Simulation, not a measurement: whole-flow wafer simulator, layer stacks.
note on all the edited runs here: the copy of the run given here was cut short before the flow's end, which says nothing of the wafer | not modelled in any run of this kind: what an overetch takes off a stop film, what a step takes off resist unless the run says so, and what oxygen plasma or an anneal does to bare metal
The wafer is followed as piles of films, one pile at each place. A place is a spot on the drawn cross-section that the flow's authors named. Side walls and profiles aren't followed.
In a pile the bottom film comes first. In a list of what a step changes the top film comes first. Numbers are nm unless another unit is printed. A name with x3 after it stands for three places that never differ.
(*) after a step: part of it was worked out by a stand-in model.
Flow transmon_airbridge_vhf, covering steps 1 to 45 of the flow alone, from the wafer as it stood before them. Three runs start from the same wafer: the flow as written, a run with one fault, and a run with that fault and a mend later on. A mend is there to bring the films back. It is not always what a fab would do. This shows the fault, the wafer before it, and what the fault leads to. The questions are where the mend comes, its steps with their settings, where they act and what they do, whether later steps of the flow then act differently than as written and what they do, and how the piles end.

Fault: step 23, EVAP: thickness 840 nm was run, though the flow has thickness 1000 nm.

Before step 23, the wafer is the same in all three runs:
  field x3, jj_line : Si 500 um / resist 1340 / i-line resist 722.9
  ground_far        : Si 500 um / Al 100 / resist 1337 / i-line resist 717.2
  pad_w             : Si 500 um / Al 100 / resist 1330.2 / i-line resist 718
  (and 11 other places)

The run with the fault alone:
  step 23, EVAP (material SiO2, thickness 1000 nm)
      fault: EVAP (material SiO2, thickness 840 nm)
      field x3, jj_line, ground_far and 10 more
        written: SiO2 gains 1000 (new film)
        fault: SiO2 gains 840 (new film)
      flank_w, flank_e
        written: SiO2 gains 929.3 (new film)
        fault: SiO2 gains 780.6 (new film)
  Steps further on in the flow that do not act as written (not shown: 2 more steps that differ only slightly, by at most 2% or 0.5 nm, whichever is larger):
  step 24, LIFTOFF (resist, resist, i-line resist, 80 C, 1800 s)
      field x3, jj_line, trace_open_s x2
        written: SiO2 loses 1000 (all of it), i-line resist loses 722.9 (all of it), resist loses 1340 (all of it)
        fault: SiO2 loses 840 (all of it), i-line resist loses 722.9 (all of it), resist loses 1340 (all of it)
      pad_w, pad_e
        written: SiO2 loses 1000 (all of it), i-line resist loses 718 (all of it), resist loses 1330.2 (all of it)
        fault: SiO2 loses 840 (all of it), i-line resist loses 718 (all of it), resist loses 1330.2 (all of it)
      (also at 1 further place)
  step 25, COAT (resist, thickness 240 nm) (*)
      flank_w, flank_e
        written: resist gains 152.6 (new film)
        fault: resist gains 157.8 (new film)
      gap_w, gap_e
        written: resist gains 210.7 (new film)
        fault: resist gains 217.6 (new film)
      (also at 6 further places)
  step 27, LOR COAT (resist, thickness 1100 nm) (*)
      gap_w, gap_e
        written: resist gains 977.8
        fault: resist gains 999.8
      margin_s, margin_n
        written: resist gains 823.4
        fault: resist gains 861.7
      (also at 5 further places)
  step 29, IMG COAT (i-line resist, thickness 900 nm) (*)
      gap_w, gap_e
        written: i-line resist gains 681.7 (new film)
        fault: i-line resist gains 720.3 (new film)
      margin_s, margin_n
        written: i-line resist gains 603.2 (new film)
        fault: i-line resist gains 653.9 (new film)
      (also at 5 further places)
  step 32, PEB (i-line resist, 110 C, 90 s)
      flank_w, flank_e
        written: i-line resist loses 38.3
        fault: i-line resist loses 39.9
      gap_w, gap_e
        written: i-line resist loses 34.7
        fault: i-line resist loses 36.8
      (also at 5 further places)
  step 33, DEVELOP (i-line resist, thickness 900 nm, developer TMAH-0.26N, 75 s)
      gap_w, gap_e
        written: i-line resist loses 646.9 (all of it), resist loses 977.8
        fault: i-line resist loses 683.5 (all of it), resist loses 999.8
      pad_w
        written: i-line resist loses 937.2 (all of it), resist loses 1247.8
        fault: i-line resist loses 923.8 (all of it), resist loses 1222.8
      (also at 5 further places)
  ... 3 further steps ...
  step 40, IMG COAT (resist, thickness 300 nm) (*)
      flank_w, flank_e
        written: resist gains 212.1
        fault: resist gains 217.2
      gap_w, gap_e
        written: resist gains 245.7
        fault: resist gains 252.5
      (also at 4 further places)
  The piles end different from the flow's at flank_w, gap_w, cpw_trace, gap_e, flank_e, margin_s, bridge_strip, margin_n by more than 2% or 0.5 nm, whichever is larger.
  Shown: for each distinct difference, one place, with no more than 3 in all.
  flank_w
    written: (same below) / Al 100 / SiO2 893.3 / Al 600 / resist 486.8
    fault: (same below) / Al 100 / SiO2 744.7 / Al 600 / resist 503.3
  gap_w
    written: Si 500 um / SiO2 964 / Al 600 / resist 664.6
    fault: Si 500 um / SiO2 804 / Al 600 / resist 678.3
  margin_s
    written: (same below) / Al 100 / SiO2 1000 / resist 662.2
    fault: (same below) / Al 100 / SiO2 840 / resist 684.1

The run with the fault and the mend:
  The mend follows step 23.
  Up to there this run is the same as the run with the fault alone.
  step 23a, EVAP (material SiO2, thickness 160 nm) (a further turn of the flow's step 23, with different settings)
      field x3, jj_line, ground_far and 10 more
        SiO2 gains 160
      flank_w, flank_e
        SiO2 gains 148.7
  None of the later steps of the flow differs from how it acts as written, at any place that is followed, by more than 2% or 0.5 nm, whichever is larger.
  At the end the piles are close to the flow's at the places that both follow, differing by at most 2% or 0.5 nm, whichever is larger.
